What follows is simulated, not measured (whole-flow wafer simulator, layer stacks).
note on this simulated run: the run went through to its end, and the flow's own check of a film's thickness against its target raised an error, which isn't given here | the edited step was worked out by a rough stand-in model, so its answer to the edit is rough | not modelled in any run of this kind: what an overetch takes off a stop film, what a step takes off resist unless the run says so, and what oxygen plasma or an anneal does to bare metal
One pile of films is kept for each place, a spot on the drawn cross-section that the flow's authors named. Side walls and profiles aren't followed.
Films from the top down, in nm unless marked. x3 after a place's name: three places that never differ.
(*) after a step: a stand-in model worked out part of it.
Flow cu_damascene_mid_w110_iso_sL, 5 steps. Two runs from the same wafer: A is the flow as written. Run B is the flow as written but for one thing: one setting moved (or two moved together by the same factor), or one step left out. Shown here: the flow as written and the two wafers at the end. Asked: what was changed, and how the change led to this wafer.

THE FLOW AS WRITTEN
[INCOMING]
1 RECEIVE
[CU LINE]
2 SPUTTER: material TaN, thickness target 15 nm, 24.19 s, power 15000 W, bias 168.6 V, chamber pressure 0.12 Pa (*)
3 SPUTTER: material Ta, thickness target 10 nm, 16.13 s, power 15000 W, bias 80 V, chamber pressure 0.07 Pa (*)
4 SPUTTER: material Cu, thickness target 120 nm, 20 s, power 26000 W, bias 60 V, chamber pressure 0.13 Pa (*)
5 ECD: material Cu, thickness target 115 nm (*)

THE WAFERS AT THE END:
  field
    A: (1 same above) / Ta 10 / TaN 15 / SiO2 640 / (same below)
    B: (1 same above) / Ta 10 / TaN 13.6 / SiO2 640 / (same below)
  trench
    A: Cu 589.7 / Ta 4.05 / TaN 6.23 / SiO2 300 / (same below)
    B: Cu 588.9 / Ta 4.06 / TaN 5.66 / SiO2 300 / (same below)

The cause: step 2, SPUTTER: power 13620 W was run, where the flow has power 15000 W.

How the change led to this, step by step:
  2 SPUTTER: material TaN, thickness target 15 nm, 24.19 s, power 15000 W, bias 168.6 V, chamber pressure 0.12 Pa (*)
      field: A TaN +15 (new film) | B TaN +13.6 (new film)
      trench: A TaN +6.23 (new film) | B TaN +5.66 (new film)
